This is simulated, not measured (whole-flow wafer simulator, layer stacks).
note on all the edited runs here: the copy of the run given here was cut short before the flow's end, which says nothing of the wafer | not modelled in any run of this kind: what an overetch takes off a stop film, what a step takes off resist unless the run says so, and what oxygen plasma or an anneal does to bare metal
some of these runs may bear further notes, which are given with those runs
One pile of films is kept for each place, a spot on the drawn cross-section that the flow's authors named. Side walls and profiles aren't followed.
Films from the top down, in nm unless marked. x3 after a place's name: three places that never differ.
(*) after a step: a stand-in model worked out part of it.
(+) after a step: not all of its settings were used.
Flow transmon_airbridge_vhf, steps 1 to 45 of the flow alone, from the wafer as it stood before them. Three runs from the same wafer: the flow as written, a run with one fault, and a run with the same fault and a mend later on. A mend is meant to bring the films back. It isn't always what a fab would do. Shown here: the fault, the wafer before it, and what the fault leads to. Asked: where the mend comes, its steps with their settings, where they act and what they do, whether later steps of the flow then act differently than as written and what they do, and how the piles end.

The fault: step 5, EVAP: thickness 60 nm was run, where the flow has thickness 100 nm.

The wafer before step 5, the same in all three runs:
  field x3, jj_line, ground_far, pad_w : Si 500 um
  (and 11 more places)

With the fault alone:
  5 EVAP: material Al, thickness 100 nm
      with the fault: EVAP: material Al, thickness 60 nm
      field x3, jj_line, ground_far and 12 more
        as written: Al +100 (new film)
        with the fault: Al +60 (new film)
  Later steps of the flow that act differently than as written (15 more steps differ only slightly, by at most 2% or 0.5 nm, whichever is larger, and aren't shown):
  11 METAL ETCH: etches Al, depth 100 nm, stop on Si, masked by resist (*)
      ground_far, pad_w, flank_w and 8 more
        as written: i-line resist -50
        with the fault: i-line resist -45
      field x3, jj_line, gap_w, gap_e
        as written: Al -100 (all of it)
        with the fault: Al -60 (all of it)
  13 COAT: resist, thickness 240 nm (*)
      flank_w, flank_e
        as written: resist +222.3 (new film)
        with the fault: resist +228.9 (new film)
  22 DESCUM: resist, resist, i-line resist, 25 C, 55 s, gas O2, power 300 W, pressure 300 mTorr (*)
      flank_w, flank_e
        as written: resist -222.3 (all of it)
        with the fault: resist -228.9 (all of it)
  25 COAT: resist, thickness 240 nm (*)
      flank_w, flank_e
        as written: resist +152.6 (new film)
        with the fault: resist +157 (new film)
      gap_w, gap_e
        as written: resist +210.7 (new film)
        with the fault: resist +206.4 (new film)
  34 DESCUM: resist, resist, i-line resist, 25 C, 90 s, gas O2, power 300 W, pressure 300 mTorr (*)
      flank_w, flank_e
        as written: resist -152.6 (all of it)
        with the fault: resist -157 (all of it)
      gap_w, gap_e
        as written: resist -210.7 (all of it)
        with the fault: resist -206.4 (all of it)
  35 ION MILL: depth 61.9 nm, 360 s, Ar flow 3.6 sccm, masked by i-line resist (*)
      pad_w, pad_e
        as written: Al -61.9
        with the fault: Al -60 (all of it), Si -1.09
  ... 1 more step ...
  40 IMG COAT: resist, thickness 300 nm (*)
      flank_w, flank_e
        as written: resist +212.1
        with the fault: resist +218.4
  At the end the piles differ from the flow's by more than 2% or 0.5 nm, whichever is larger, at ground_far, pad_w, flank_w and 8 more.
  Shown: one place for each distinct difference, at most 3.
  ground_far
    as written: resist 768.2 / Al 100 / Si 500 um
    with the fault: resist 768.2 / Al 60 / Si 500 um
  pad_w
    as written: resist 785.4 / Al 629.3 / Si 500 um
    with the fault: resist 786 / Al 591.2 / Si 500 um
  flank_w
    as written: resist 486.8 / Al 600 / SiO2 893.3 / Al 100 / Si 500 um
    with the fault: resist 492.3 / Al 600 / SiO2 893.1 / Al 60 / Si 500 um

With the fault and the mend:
  The mend comes after step 10.
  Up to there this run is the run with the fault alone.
  10a STRIP: i-line resist, 80 C, 600 s (+)
      ground_far, pad_w, flank_w and 8 more
        i-line resist -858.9 (all of it)
  10b EVAP: material Al, thickness 40 nm (the flow's step 5 once more, with other settings)
      field x3, jj_line, ground_far and 12 more
        Al +40
  10c COAT: i-line resist, thickness 900 nm (the flow's step 6 once more)
      field x3, jj_line, ground_far and 12 more
        i-line resist +900 (new film)
  10d SOFTBAKE: i-line resist, 90 C, 90 s (the flow's step 7 once more)
      changes no film at any place that is followed
  10e EXPOSE: i-line resist, thickness 900 nm, photomask AB CPW, dose 155.4 mJ/cm2, NA 0.45, wavelength 365 nm (*) (the flow's step 8 once more)
      changes no film at any place that is followed
  10f PEB: i-line resist, 110 C, 60 s (the flow's step 9 once more)
      field x3, jj_line, ground_far and 12 more
        i-line resist -41
  10g DEVELOP: i-line resist, thickness 900 nm, developer developer-B, 60 s (the flow's step 10 once more)
      ground_far, pad_w, flank_w and 8 more
        i-line resist -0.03
      field x3, jj_line, gap_w, gap_e
        i-line resist -859 (all of it)
  No later step of the flow acts differently than as written at any place that is followed.
  At the end the piles are the same as the flow's at every place that both follow.
